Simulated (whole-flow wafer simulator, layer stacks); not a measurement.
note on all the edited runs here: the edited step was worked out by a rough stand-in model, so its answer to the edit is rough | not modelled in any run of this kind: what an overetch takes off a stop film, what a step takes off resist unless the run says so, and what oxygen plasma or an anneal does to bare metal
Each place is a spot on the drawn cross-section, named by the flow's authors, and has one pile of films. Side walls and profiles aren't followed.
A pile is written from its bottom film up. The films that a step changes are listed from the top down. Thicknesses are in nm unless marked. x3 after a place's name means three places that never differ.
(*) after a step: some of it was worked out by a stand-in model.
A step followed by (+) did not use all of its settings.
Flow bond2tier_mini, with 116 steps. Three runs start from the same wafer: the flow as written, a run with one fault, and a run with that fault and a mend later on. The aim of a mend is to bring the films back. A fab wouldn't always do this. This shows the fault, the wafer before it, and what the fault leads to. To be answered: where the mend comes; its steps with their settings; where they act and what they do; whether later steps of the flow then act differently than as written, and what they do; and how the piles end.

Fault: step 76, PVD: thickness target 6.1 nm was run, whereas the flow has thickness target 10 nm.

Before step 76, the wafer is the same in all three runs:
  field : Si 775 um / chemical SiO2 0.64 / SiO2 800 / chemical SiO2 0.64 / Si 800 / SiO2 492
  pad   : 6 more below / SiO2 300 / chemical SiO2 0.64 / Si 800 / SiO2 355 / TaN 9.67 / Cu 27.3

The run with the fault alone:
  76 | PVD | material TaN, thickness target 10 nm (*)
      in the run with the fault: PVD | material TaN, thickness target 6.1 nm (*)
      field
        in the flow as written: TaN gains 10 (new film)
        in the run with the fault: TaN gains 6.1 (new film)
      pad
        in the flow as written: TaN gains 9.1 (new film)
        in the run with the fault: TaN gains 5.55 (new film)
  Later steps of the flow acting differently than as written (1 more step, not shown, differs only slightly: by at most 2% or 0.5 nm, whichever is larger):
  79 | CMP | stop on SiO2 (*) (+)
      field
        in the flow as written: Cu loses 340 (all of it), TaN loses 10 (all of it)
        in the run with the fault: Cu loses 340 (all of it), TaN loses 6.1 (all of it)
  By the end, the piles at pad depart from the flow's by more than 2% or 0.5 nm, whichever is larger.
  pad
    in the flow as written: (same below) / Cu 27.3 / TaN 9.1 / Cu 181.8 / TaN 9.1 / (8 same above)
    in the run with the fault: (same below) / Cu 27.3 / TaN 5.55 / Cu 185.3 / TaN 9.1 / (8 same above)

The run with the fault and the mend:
  The mend follows step 76.
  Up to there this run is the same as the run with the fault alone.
  76a | PVD | material TaN, thickness target 3.9 nm (*) (the flow's step 76, run once more with other settings)
      field
        TaN gains 3.9
      pad
        TaN gains 3.55
  Later steps of the flow that are run all act as written at every place that is followed.
  At every place that both follow, the piles at the end match the flow's.
